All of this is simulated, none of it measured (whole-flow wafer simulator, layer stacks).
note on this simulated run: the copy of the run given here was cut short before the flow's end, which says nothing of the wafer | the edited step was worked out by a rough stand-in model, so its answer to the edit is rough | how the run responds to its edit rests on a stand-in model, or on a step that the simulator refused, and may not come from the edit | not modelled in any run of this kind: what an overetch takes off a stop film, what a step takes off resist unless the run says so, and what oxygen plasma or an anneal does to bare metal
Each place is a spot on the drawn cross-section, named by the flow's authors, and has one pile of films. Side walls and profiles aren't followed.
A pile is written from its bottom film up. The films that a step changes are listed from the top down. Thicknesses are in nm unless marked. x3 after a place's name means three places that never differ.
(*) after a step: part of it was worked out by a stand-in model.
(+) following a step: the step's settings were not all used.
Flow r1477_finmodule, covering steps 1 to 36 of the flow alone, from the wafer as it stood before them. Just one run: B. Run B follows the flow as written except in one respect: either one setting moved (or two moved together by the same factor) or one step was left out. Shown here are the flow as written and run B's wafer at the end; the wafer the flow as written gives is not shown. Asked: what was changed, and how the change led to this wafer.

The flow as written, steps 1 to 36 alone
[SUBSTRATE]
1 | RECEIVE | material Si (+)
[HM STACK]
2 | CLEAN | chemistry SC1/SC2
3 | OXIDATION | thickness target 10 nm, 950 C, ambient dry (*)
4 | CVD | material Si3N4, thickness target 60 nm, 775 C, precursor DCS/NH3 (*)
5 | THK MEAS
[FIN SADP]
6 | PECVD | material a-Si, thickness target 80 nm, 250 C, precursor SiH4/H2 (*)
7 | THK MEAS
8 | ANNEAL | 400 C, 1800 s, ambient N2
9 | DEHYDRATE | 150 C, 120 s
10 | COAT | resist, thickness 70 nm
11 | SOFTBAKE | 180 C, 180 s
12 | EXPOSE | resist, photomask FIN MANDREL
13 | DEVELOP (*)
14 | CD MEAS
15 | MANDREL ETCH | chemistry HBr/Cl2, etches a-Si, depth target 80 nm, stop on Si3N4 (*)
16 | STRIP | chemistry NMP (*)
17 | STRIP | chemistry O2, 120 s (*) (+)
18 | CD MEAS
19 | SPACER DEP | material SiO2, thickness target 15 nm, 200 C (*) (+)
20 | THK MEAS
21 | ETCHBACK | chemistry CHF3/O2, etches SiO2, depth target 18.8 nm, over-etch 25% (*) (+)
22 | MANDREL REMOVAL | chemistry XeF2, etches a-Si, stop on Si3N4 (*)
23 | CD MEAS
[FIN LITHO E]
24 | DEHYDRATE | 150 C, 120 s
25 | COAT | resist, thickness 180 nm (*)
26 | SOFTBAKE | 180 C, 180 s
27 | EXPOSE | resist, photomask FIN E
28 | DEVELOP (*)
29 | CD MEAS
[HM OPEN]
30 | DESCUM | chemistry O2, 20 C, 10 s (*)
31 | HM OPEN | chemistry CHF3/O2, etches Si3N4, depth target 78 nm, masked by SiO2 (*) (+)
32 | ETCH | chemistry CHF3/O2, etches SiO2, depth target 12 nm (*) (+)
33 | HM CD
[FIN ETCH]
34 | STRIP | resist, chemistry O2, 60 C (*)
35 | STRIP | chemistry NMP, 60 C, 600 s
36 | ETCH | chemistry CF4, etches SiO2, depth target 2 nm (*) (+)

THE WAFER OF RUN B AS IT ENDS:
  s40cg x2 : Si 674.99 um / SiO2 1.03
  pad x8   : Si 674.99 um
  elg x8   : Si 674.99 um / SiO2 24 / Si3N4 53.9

The reason: step 3, OXIDATION: 1045 C was run, though the flow has 950 C.

Step by step, how the change led to this:
  3 | OXIDATION | thickness target 10 nm, 950 C, ambient dry (*)
      pad x8, elg x8, esg x2 and 18 more: SiO2 gains 24 (new film), chemical SiO2 loses 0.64 (all of it), Si loses 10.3 (as written it would have been: SiO2 gains 10 (new film), chemical SiO2 loses 0.64 (all of it), Si loses 4.12)
  31 | HM OPEN | chemistry CHF3/O2, etches Si3N4, depth target 78 nm, masked by SiO2 (*) (+)
      pad x8, esg x2, s40sg x2, s45sg x2, s50sg x2: Si3N4 loses 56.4 (all of it), SiO2 loses 10.8 (as written it would have been: Si3N4 loses 56.4 (all of it), SiO2 loses 10 (all of it))
  32 | ETCH | chemistry CHF3/O2, etches SiO2, depth target 12 nm (*) (+)
      pad x8, s40sg x2, s45sg x2, s50sg x2: SiO2 loses 12 (as written it would have been: Si loses 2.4)
      s40cg x2, s45cg x2, s50cg x2: SiO2 loses 12 (as written it would have been: SiO2 loses 1 (all of it), Si loses 2.2)
      (as well as at 2 more places)
  34 | STRIP | resist, chemistry O2, 60 C (*)
      pad x8, esg x2, s40cg x2, s40sg x2, s45cg x2, s45sg x2, s50cg x2, s50sg x2: nothing (as written it would have been: chemical SiO2 gains 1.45 (new film), Si loses 0.64)
  36 | ETCH | chemistry CF4, etches SiO2, depth target 2 nm (*) (+)
      pad x8, esg x2, s40sg x2, s45sg x2, s50sg x2: SiO2 loses 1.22 (all of it), Si loses 0.65 (as written it would have been: chemical SiO2 loses 1.45 (all of it), Si loses 0.46)
      s40cg x2, s45cg x2, s50cg x2: SiO2 loses 2 (as written it would have been: chemical SiO2 loses 1.45 (all of it), Si loses 0.46)
